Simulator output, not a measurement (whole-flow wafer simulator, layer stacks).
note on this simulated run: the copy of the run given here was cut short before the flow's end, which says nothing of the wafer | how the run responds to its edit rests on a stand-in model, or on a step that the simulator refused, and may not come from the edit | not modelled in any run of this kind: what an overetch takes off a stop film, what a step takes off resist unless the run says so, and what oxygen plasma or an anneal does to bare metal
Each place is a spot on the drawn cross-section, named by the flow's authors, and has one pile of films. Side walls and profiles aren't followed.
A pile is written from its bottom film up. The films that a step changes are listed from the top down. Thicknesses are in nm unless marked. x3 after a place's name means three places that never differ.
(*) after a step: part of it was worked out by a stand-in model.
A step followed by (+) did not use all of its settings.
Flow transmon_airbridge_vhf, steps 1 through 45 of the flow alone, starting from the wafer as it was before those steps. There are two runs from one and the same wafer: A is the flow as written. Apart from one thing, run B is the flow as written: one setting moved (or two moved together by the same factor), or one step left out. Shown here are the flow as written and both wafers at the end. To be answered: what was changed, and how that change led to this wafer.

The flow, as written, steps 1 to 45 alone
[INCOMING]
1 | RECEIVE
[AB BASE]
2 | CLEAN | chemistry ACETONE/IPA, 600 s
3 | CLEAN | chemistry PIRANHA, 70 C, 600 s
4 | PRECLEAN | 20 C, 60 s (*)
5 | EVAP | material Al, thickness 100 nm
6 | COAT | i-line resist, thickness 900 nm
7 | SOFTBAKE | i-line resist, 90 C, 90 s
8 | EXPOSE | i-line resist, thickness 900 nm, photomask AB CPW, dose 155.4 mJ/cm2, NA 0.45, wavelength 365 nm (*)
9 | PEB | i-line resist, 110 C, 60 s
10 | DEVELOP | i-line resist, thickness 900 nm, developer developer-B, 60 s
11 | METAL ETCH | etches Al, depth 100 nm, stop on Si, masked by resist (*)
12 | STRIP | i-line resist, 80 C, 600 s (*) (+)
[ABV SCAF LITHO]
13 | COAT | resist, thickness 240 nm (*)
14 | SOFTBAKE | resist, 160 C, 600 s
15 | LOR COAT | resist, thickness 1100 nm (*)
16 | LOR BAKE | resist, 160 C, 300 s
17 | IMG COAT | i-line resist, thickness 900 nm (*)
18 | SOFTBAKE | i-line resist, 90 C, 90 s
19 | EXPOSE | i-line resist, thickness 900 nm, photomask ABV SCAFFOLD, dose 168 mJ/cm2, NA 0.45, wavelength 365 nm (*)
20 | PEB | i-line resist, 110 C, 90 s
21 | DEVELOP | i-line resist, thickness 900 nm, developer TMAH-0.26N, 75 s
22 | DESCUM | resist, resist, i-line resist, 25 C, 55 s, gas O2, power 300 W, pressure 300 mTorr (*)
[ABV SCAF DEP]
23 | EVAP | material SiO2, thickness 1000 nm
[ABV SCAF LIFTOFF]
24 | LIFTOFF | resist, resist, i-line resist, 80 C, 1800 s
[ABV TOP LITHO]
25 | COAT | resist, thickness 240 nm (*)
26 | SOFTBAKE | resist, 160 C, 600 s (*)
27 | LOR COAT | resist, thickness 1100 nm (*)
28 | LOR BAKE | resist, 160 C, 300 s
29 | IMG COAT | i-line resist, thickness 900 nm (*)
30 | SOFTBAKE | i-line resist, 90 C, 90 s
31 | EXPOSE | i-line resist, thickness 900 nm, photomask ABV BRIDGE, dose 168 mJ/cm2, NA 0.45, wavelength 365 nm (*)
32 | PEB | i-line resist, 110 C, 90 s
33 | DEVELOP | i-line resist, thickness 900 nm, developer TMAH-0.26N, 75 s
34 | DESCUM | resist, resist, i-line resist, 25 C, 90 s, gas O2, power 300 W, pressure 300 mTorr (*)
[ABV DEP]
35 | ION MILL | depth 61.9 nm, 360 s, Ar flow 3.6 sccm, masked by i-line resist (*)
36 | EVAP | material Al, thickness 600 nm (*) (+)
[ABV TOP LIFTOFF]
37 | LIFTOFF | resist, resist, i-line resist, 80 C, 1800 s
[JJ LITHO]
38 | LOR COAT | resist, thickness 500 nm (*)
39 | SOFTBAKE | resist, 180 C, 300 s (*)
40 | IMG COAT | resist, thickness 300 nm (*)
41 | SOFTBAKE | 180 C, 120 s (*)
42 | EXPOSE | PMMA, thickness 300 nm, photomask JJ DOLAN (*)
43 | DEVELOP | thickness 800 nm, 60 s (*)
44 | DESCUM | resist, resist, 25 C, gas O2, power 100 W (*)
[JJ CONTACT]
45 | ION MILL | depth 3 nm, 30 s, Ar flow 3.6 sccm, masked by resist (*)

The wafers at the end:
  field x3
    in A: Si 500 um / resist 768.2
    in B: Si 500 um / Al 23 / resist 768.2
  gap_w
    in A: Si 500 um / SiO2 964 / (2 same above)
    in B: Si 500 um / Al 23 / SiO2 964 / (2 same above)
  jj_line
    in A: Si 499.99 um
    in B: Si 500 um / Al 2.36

The reason: step 5, EVAP: thickness 123 nm was run, though the flow has thickness 100 nm.

Step by step, how the change led to this:
  5 | EVAP | material Al, thickness 100 nm
      field x3, jj_line, ground_far and 12 more: A Al gains 100 (new film) | B Al gains 123 (new film)
  11 | METAL ETCH | etches Al, depth 100 nm, stop on Si, masked by resist (*)
      field x3, jj_line, gap_w, gap_e: A Al loses 100 (all of it) | B Al loses 100
  45 | ION MILL | depth 3 nm, 30 s, Ar flow 3.6 sccm, masked by resist (*)
      jj_line: A Si loses 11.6 | B Al loses 20.6
If metal films that touch count as one body, field x3 has 1 body; the flow as written gives 0 bodies.
If metal films that touch count as one body, gap_w has 2 bodies (between them, from the top down: SiO2 964); the flow as written gives 1 body.
If metal films that touch count as one body, jj_line has 1 body; the flow as written gives 0 bodies.
